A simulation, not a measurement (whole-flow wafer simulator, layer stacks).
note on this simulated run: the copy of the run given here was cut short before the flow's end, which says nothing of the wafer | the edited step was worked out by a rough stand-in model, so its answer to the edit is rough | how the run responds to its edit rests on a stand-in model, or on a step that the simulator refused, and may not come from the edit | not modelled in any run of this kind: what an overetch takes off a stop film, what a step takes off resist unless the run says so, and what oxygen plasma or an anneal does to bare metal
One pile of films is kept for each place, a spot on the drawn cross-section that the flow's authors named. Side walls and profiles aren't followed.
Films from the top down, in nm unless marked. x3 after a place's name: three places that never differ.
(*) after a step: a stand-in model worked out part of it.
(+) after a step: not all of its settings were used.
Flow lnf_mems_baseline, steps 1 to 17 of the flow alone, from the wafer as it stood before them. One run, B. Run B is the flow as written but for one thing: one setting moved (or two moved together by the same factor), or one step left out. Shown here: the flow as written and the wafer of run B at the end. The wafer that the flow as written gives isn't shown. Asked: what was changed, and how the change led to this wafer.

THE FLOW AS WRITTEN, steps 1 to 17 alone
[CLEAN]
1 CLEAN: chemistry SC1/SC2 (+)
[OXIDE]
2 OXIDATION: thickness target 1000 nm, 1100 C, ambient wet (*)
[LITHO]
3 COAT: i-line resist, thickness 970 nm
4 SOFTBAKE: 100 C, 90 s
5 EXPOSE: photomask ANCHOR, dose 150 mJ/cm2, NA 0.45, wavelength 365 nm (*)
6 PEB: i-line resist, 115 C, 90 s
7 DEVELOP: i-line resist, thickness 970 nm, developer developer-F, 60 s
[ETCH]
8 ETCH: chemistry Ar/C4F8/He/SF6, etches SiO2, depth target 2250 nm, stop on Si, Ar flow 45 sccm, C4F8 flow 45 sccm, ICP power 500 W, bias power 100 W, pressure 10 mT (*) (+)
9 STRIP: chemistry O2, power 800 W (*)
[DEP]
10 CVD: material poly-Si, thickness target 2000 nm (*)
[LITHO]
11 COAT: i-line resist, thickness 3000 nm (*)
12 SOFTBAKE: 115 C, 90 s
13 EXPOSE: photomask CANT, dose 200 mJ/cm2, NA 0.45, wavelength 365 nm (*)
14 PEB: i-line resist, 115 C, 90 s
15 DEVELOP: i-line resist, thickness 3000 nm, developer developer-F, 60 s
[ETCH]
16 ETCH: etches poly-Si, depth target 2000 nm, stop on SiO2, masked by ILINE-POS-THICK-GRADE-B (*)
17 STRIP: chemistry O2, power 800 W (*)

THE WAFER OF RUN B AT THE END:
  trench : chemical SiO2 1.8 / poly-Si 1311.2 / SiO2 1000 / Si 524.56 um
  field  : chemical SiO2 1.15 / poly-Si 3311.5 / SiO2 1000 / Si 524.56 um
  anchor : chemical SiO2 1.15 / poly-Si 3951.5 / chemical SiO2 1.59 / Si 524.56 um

The cause: step 10, CVD: thickness target 3312 nm was run, where the flow has thickness target 2000 nm.

How the change led to this, step by step:
  10 CVD: material poly-Si, thickness target 2000 nm (*)
      field, beam, trench, char_slit: poly-Si +3312 (new film) (as written it would be: poly-Si +2000 (new film))
      anchor: poly-Si +3952 (new film) (as written it would be: poly-Si +2322 (new film))
  11 COAT: i-line resist, thickness 3000 nm (*)
      anchor: i-line resist +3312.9 (new film) (as written it would be: i-line resist +3611.6 (new film))
  12 SOFTBAKE: 115 C, 90 s
      field: i-line resist -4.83 (as written it would be: i-line resist -6.66)
      anchor: i-line resist +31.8 (as written it would be: i-line resist +45.4)
      (and at 2 more places)
  14 PEB: i-line resist, 115 C, 90 s
      anchor: i-line resist -40.6 (as written it would be: i-line resist -46.1)
  16 ETCH: etches poly-Si, depth target 2000 nm, stop on SiO2, masked by ILINE-POS-THICK-GRADE-B (*)
      trench, char_slit: poly-Si -2000 (as written it would be: poly-Si -2000 (all of it))
  17 STRIP: chemistry O2, power 800 W (*)
      trench, char_slit: chemical SiO2 +1.8 (new film), poly-Si -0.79 (as written it would be: nothing)
      anchor: chemical SiO2 +1.15 (new film), i-line resist -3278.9 (all of it), poly-Si -0.51 (as written it would be: chemical SiO2 +1.17 (new film), i-line resist -3585.8 (all of it), poly-Si -0.52)
